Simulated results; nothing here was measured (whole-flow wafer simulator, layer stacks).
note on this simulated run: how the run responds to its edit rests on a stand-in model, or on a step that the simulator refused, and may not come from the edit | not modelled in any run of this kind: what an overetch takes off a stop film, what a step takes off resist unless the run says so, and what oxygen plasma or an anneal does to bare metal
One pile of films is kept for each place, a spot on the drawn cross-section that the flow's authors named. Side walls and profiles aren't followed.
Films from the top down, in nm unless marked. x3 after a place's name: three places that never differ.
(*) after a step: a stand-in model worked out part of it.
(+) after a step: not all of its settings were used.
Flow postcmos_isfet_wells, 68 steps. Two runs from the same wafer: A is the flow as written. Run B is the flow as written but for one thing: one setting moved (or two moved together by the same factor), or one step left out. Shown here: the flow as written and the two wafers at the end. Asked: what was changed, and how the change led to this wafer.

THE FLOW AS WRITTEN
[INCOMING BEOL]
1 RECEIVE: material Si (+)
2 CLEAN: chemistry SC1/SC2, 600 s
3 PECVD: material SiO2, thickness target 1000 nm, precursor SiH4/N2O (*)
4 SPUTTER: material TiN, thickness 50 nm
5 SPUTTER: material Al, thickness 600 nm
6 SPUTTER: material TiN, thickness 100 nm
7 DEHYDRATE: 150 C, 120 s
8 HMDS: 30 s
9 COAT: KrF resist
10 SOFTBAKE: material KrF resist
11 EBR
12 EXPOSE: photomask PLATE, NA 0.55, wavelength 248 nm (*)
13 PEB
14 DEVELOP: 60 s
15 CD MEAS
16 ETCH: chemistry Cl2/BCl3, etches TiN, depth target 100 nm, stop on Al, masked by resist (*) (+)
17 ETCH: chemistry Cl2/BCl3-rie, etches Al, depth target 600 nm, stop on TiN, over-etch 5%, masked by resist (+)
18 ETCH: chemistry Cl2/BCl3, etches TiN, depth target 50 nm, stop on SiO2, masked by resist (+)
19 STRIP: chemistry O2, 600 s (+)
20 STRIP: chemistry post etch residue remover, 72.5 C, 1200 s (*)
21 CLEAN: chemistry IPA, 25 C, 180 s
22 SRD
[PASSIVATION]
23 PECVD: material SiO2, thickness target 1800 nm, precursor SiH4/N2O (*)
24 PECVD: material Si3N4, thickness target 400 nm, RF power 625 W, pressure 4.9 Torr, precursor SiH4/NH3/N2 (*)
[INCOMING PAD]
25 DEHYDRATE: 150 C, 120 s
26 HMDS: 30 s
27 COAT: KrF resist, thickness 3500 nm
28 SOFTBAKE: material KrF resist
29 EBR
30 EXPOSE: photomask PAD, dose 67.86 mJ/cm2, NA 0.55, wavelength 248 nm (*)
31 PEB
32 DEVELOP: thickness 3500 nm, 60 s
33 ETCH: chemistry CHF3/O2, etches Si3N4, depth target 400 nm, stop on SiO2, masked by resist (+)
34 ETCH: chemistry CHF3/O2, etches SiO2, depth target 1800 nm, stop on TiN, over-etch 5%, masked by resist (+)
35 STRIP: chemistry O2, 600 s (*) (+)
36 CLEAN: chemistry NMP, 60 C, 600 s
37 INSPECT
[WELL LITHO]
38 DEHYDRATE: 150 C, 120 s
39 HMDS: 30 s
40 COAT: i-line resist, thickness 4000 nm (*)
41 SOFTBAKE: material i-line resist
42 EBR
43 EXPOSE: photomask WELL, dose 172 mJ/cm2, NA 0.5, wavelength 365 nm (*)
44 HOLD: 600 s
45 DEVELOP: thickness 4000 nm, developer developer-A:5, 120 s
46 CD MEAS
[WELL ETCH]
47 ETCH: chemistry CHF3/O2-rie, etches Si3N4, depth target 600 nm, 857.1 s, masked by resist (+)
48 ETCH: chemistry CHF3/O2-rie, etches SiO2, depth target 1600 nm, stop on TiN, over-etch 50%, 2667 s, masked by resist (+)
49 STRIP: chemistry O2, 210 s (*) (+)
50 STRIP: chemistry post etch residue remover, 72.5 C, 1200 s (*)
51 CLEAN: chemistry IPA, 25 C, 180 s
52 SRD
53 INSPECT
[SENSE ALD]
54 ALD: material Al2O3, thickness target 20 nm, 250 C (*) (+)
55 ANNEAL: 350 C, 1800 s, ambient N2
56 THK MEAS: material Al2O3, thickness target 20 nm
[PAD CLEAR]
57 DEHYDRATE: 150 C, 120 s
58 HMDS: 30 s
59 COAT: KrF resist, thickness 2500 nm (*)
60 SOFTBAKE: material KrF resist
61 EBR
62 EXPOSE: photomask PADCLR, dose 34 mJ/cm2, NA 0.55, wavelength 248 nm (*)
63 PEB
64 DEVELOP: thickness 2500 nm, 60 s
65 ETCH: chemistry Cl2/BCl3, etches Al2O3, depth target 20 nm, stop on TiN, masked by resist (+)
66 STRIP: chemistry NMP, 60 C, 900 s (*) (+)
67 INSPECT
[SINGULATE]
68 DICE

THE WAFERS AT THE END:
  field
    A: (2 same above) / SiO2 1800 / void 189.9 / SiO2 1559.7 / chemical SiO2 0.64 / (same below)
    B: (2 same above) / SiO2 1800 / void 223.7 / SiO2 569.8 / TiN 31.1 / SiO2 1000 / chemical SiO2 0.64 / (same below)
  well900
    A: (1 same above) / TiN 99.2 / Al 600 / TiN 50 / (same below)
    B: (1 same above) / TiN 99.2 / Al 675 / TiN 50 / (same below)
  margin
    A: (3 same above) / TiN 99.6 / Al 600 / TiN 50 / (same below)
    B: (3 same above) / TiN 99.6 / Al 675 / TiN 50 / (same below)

The cause: step 5, SPUTTER: thickness 675 nm was run, where the flow has thickness 600 nm.
It can be read off the wafer: well900 has Al 675, and step 5 as written asks for 600 nm.

How the change led to this, step by step:
  5 SPUTTER: material Al, thickness 600 nm
      field, margin, well900, well1300 x3, pad_rim, pad_clr, pad_open: A Al +600 (new film) | B Al +675 (new film)
  17 ETCH: chemistry Cl2/BCl3-rie, etches Al, depth target 600 nm, stop on TiN, over-etch 5%, masked by resist (+)
      field: A Al -600 (all of it) | B Al -600
  18 ETCH: chemistry Cl2/BCl3, etches TiN, depth target 50 nm, stop on SiO2, masked by resist (+)
      field: A TiN -50 (all of it) | B Al -75 (all of it), TiN -18.5
  23 PECVD: material SiO2, thickness target 1800 nm, precursor SiH4/N2O (*)
      field: A SiO2 +1800 (new film), void +189.9 (new film), SiO2 +559.7 | B SiO2 +1800 (new film), void +223.7 (new film), SiO2 +569.8 (new film)
Counting metal films that touch as one body, field has 1 body; the flow as written gives 0 bodies.
